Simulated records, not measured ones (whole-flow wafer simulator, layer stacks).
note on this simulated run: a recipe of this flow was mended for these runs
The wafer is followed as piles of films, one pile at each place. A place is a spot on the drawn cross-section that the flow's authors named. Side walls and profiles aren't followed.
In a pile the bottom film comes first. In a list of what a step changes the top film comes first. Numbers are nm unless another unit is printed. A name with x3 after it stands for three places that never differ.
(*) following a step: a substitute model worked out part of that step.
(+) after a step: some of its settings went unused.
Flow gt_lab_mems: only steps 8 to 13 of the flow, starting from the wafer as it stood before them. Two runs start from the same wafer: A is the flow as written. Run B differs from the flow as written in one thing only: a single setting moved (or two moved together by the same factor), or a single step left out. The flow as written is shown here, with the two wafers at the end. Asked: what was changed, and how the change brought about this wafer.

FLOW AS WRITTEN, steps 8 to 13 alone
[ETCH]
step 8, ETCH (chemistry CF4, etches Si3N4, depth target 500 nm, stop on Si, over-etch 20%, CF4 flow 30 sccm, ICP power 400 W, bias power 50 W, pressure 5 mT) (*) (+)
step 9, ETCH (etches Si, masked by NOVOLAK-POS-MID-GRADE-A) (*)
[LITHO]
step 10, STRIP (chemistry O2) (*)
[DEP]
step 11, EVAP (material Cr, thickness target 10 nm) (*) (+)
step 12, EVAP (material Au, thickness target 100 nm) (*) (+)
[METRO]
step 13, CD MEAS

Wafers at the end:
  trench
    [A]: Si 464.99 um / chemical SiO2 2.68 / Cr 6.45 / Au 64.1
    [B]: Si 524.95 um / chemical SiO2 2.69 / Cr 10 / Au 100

Cause: step 9, ETCH: etches Si, masked by NOVOLAK-POS-MID-GRADE-A (*), was not run.

The path from the change to this, step by step:
  step 10, STRIP (chemistry O2) (*)
      field: A g/i-line-resist loses 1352 (all of it) | B g/i-line-resist loses 2567.8 (all of it)
  step 11, EVAP (material Cr, thickness target 10 nm) (*) (+)
      trench: A Cr gains 6.45 (new film) | B Cr gains 10 (new film)
  step 12, EVAP (material Au, thickness target 100 nm) (*) (+)
      trench: A Au gains 64.1 (new film) | B Au gains 100 (new film)
